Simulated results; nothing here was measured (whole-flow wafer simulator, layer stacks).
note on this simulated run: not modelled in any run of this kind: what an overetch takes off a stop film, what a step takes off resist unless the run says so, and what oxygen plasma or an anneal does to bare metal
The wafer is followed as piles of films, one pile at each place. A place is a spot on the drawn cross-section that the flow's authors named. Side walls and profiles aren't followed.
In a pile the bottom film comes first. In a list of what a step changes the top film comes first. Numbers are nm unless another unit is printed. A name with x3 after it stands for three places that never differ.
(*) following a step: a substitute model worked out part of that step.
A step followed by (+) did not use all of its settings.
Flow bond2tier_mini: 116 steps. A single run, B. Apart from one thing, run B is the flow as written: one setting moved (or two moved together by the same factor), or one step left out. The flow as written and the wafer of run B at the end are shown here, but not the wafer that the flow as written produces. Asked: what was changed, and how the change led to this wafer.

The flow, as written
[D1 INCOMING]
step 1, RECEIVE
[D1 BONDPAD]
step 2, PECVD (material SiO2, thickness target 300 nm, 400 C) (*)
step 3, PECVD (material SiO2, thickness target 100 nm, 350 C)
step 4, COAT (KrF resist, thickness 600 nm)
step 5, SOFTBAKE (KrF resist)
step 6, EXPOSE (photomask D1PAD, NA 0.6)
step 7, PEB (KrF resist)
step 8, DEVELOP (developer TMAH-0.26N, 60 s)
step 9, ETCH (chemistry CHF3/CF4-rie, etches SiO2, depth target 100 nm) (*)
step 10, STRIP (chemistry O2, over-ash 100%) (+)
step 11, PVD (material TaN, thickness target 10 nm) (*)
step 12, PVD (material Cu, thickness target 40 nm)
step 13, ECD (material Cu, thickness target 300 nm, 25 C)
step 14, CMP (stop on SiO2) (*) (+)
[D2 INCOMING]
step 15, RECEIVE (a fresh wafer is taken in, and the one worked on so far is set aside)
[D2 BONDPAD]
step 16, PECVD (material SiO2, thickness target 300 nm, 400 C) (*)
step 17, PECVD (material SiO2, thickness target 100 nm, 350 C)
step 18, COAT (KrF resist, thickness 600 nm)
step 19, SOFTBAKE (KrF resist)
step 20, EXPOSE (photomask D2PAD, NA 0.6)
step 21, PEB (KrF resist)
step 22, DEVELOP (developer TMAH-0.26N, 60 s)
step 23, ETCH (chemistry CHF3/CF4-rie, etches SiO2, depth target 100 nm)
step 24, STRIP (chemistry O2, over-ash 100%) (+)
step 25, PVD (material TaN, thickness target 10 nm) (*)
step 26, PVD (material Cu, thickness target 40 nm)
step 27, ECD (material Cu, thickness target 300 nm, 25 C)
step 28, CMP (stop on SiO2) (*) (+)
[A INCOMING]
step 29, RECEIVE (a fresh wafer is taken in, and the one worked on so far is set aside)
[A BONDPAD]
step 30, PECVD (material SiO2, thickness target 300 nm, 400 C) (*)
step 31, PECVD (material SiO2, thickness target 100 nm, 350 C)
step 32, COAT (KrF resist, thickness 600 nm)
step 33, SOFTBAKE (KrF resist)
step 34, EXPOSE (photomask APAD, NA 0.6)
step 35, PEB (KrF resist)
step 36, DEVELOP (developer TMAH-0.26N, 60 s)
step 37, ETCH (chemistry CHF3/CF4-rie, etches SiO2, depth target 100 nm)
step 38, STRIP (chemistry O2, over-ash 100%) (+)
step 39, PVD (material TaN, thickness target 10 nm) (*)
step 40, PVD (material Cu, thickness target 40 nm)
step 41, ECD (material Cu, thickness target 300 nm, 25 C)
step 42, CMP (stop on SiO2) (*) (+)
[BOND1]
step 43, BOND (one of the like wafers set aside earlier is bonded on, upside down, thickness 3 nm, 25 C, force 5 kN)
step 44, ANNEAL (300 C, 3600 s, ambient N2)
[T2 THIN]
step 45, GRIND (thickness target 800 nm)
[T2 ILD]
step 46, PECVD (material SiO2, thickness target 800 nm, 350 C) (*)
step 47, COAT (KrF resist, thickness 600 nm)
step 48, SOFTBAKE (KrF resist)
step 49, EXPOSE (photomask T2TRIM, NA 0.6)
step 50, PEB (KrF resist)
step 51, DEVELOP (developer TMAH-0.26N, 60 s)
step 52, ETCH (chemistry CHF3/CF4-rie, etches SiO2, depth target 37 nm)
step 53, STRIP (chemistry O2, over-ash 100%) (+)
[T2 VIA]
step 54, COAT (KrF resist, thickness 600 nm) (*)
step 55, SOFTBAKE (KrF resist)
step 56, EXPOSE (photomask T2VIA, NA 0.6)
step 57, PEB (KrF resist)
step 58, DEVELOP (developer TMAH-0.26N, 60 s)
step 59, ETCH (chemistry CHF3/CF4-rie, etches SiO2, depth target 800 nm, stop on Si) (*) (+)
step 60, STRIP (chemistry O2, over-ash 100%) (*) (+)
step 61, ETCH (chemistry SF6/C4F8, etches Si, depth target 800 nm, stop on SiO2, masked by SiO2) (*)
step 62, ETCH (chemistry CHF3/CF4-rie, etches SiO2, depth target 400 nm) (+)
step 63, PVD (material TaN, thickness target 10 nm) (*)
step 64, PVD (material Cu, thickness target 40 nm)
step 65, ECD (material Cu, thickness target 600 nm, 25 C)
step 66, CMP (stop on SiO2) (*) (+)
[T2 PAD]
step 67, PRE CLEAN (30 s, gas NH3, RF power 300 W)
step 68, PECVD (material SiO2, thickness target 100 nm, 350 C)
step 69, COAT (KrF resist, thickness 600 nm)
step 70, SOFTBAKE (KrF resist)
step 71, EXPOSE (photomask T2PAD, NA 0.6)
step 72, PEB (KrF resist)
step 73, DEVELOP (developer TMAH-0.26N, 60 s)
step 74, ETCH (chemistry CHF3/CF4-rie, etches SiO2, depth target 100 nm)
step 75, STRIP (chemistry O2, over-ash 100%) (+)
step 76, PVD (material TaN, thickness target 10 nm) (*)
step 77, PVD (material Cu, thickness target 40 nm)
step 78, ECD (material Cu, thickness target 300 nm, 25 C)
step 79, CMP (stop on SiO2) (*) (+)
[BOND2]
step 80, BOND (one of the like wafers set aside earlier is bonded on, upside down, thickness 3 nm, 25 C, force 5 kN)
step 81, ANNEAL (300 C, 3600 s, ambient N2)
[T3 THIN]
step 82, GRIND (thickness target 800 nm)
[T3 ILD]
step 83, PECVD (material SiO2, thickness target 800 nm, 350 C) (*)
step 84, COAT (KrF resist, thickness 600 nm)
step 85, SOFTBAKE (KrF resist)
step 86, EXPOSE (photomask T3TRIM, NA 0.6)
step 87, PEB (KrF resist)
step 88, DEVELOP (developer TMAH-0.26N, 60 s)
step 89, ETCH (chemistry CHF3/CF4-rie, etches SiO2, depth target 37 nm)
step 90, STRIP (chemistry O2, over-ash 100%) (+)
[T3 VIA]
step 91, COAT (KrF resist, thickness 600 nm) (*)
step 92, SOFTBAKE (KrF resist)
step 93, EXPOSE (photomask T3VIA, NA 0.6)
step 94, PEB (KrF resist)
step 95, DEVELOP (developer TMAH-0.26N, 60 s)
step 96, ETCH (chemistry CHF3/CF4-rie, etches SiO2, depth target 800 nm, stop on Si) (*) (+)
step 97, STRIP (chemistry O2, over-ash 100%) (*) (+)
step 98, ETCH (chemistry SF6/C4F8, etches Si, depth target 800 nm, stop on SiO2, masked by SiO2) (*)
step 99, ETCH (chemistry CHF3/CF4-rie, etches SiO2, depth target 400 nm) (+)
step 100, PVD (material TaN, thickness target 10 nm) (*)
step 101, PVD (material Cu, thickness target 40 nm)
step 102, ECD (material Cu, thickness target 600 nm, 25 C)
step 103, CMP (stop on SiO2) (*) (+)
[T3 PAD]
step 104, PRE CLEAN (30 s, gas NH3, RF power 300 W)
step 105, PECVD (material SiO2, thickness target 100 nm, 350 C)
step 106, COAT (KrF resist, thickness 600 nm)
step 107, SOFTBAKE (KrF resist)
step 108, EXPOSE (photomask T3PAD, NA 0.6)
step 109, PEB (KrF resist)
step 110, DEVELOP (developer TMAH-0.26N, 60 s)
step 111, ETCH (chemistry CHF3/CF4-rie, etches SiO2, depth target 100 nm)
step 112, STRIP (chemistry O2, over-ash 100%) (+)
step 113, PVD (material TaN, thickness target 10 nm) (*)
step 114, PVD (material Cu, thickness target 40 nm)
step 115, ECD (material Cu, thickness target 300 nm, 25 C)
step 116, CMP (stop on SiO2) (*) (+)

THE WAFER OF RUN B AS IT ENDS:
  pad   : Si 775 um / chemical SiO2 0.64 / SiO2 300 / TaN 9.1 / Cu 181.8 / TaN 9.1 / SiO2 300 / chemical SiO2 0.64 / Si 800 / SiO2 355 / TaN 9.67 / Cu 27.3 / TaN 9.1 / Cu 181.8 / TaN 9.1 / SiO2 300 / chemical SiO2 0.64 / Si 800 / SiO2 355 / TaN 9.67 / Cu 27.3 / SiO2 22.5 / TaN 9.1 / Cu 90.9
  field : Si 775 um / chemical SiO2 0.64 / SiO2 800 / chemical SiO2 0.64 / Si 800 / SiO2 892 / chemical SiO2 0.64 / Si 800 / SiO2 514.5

What caused this: step 105, PECVD: thickness target 122.5 nm was run, while the flow as written has thickness target 100 nm.

The path from the change to this, step by step:
  step 105, PECVD (material SiO2, thickness target 100 nm, 350 C)
      field: SiO2 gains 122.5 (in the flow as written it would be: SiO2 gains 100)
      pad: SiO2 gains 122.5 (new film) (in the flow as written it would be: SiO2 gains 100 (new film))
  step 111, ETCH (chemistry CHF3/CF4-rie, etches SiO2, depth target 100 nm)
      pad: SiO2 loses 100 (in the flow as written it would be: SiO2 loses 100 (all of it))
With metal films that touch counted as one body, pad has 4 bodies (between them, from the top down: SiO2 22.5; SiO2 355 / Si 800 / chemical SiO2 0.64 / SiO2 300; SiO2 355 / Si 800 / chemical SiO2 0.64 / SiO2 300); the flow as written gives 3 bodies (between them, from the top down: SiO2 355 / Si 800 / chemical SiO2 0.64 / SiO2 300; SiO2 355 / Si 800 / chemical SiO2 0.64 / SiO2 300).
